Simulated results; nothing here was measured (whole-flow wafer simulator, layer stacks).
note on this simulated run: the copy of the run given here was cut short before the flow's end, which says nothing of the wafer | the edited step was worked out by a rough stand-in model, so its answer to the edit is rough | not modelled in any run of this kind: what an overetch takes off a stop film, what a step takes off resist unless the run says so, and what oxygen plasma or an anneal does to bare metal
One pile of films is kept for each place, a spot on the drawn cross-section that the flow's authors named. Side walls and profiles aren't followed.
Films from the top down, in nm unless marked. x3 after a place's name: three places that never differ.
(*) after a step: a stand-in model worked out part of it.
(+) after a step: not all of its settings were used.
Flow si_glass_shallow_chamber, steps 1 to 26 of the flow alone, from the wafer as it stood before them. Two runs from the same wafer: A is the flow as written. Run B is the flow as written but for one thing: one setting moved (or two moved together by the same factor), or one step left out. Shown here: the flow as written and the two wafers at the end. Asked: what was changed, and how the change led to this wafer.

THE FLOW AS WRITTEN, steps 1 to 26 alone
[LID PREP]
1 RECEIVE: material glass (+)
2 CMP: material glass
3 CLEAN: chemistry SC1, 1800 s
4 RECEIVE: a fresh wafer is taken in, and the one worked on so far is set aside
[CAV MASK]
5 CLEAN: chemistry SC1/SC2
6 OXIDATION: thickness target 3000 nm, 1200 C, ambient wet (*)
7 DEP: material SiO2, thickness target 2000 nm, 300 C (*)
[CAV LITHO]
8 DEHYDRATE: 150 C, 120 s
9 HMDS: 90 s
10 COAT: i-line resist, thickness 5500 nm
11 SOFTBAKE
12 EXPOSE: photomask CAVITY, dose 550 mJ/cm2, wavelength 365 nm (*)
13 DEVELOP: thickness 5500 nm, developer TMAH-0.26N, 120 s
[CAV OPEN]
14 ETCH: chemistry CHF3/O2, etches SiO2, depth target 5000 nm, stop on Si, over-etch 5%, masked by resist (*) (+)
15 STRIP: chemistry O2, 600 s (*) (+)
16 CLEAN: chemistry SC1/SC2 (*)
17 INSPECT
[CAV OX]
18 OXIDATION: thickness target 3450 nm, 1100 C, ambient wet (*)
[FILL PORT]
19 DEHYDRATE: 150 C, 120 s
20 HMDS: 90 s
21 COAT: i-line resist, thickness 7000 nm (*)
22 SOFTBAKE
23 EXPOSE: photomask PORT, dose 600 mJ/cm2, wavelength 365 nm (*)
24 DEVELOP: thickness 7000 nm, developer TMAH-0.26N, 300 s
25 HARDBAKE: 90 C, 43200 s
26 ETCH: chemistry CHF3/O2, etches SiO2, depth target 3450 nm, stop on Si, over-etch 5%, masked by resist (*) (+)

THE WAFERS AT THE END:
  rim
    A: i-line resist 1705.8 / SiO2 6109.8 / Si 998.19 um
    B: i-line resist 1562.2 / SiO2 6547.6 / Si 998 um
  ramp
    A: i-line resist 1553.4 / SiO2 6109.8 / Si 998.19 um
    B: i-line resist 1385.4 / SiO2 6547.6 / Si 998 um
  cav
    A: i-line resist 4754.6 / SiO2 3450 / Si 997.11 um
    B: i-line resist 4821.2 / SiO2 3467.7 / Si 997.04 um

The cause: step 6, OXIDATION: thickness target 3525 nm was run, where the flow has thickness target 3000 nm.

How the change led to this, step by step:
  6 OXIDATION: thickness target 3000 nm, 1200 C, ambient wet (*)
      rim, ramp, cav, port, septum, ring: A SiO2 +3000 (new film), chemical SiO2 -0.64 (all of it), Si -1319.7 | B SiO2 +3525 (new film), chemical SiO2 -0.64 (all of it), Si -1550.7
  14 ETCH: chemistry CHF3/O2, etches SiO2, depth target 5000 nm, stop on Si, over-etch 5%, masked by resist (*) (+)
      cav, port: A SiO2 -5000 (all of it), Si -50 | B SiO2 -5250
  15 STRIP: chemistry O2, 600 s (*) (+)
      cav, port: A chemical SiO2 +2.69 (new film), Si -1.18 | B nothing
  18 OXIDATION: thickness target 3450 nm, 1100 C, ambient wet (*)
      cav, port: A SiO2 +3450 (new film), chemical SiO2 -2.69 (all of it), Si -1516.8 | B SiO2 +3192.7, Si -1404.8
      rim, ramp, septum, ring: A SiO2 +1109.8, Si -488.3 | B SiO2 +1022.6, Si -449.9
  21 COAT: i-line resist, thickness 7000 nm (*)
      ramp: A i-line resist +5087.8 (new film) | B i-line resist +4948.3 (new film)
  22 SOFTBAKE
      rim: A i-line resist -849 | B i-line resist -896.5
      ramp: A i-line resist -434.5 | B i-line resist -468.8
      (and at 3 more places)
  25 HARDBAKE: 90 C, 43200 s
      rim: A i-line resist -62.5 | B i-line resist -57.4
      ramp: A i-line resist -57.1 | B i-line resist -51.4
  26 ETCH: chemistry CHF3/O2, etches SiO2, depth target 3450 nm, stop on Si, over-etch 5%, masked by resist (*) (+)
      port: A SiO2 -3450 (all of it), Si -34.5 | B SiO2 -3467.7 (all of it), Si -31
